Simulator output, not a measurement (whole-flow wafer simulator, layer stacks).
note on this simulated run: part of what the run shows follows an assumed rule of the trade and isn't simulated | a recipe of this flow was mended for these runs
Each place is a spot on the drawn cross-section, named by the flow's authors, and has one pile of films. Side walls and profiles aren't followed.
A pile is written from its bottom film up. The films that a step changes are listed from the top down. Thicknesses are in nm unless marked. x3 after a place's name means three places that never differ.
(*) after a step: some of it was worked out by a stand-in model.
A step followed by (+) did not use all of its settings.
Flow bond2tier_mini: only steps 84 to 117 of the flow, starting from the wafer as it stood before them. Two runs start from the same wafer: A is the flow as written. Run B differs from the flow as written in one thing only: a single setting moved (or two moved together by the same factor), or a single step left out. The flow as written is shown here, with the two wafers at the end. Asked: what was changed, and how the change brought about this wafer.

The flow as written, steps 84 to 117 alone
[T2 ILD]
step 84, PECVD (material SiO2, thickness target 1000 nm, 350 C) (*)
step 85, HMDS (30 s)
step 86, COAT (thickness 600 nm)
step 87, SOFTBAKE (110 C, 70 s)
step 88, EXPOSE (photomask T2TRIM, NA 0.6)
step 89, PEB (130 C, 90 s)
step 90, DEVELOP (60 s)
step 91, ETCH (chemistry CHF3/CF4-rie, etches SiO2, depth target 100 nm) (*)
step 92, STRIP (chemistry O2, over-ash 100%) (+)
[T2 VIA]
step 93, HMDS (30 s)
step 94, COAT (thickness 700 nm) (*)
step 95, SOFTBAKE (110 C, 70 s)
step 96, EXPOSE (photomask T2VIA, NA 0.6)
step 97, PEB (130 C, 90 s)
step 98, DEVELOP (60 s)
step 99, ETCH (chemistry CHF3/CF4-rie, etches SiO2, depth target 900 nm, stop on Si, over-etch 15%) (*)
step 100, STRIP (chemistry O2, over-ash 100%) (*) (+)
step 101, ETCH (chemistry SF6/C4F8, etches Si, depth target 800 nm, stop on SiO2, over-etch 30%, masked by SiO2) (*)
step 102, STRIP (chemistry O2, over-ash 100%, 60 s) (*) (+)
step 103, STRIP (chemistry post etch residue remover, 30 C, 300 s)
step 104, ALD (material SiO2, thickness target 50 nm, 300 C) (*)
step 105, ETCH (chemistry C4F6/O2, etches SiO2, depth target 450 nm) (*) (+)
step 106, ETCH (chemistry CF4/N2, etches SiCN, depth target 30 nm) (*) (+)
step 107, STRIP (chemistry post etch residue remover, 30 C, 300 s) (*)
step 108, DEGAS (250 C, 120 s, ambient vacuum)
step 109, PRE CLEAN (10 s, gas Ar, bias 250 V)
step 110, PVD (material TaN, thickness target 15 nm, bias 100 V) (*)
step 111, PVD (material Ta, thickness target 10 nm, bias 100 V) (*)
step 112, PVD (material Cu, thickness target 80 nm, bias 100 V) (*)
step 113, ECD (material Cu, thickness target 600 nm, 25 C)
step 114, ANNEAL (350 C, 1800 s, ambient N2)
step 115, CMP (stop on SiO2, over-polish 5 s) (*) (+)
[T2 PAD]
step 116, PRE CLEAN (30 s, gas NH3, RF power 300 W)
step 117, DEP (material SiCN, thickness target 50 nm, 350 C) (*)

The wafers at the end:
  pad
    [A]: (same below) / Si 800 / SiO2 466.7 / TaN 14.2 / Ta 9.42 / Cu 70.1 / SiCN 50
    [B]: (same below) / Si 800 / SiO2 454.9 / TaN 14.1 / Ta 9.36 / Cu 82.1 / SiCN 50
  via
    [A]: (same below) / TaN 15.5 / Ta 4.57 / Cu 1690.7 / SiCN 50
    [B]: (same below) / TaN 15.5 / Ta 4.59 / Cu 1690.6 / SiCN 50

What caused this: step 91, ETCH: depth target 112 nm was run, though the flow has depth target 100 nm.

Step by step, how the change led to this:
  step 91, ETCH (chemistry CHF3/CF4-rie, etches SiO2, depth target 100 nm) (*)
      pad, via: A SiO2 loses 100 | B SiO2 loses 112
      field: A thick-KrF-resist loses 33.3 | B thick-KrF-resist loses 37.3
  step 99, ETCH (chemistry CHF3/CF4-rie, etches SiO2, depth target 900 nm, stop on Si, over-etch 15%) (*)
      via: A SiO2 loses 900 (all of it), Si loses 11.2 | B SiO2 loses 888 (all of it), Si loses 12.2
  step 100, STRIP (chemistry O2, over-ash 100%) (*) (+)
      pad: A thick-KrF-resist loses 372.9 (all of it) | B thick-KrF-resist loses 382.8 (all of it)
